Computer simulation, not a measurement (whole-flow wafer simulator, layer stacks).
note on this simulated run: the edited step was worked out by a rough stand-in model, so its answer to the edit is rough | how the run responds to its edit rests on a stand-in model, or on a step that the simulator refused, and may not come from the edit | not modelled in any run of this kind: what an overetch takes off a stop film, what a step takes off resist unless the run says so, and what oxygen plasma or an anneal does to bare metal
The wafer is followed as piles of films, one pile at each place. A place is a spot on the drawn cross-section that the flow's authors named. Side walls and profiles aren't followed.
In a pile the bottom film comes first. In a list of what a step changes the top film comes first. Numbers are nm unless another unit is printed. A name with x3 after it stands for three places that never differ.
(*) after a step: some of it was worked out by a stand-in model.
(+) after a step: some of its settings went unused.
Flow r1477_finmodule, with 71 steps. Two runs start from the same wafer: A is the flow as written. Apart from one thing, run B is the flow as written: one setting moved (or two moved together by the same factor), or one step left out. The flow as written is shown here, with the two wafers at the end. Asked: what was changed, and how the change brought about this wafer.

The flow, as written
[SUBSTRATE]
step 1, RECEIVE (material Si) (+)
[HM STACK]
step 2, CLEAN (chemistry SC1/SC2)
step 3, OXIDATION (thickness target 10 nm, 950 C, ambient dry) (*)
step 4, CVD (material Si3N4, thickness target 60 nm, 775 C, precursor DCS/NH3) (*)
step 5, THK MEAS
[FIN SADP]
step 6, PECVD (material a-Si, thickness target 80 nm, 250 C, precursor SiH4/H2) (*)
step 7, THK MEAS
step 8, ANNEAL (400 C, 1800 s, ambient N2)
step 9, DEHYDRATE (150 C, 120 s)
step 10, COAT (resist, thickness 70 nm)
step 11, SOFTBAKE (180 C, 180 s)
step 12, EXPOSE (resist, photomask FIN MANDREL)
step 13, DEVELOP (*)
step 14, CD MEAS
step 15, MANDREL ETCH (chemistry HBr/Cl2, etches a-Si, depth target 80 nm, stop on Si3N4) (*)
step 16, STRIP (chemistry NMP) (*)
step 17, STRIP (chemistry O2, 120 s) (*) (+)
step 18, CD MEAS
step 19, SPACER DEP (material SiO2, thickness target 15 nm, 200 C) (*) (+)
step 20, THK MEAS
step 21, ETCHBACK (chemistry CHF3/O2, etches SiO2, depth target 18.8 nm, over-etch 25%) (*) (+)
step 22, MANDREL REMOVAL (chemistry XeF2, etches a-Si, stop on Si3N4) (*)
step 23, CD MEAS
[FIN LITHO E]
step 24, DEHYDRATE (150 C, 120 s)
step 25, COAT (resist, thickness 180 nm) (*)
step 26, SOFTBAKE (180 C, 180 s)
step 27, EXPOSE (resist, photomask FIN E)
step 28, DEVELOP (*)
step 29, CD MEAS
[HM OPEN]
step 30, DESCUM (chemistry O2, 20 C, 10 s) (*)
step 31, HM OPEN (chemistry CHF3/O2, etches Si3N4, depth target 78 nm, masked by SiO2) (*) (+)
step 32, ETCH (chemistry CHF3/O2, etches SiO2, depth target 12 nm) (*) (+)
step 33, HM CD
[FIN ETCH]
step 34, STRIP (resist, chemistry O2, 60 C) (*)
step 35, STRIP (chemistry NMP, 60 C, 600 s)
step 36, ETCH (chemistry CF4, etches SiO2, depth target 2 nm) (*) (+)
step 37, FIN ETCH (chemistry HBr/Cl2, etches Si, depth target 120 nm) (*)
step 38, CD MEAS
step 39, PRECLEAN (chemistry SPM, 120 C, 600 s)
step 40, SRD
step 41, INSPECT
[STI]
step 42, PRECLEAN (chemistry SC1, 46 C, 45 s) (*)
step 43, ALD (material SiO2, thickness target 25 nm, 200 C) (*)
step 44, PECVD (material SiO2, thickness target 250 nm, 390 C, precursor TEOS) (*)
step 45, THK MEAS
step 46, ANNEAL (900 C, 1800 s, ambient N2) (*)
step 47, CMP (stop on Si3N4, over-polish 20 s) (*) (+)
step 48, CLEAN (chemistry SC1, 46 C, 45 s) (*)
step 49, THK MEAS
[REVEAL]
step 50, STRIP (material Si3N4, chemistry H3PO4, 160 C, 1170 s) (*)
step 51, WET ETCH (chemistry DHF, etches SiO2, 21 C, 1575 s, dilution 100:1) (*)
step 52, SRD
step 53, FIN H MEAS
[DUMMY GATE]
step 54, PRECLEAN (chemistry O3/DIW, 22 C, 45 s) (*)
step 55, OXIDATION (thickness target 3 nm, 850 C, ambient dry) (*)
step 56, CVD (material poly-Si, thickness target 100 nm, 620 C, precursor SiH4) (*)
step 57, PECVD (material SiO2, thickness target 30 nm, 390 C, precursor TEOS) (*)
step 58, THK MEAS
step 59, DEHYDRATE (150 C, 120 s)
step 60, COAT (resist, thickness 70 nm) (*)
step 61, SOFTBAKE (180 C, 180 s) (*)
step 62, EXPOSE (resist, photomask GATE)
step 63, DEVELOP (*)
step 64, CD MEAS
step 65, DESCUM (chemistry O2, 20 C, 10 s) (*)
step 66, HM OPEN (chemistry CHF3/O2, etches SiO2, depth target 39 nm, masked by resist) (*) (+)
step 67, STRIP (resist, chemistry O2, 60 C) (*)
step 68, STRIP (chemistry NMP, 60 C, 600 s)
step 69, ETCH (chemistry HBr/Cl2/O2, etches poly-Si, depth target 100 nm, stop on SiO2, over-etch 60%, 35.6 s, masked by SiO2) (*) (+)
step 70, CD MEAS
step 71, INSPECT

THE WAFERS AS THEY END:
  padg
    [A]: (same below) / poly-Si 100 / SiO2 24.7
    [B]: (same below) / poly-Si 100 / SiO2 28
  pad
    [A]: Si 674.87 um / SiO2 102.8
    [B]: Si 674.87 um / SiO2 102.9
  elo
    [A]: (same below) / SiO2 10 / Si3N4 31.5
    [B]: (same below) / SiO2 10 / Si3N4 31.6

The reason: step 57, PECVD: thickness target 33.3 nm was run, though the flow has thickness target 30 nm.

Step by step, how the change led to this:
  step 57, PECVD (material SiO2, thickness target 30 nm, 390 C, precursor TEOS) (*)
      pad, padg, elg and 33 more: A SiO2 gains 30 (new film) | B SiO2 gains 33.3 (new film)
  step 66, HM OPEN (chemistry CHF3/O2, etches SiO2, depth target 39 nm, masked by resist) (*) (+)
      pad, elo, eso and 15 more: A SiO2 loses 30 (all of it), poly-Si loses 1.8 | B SiO2 loses 33.3 (all of it), poly-Si loses 1.14
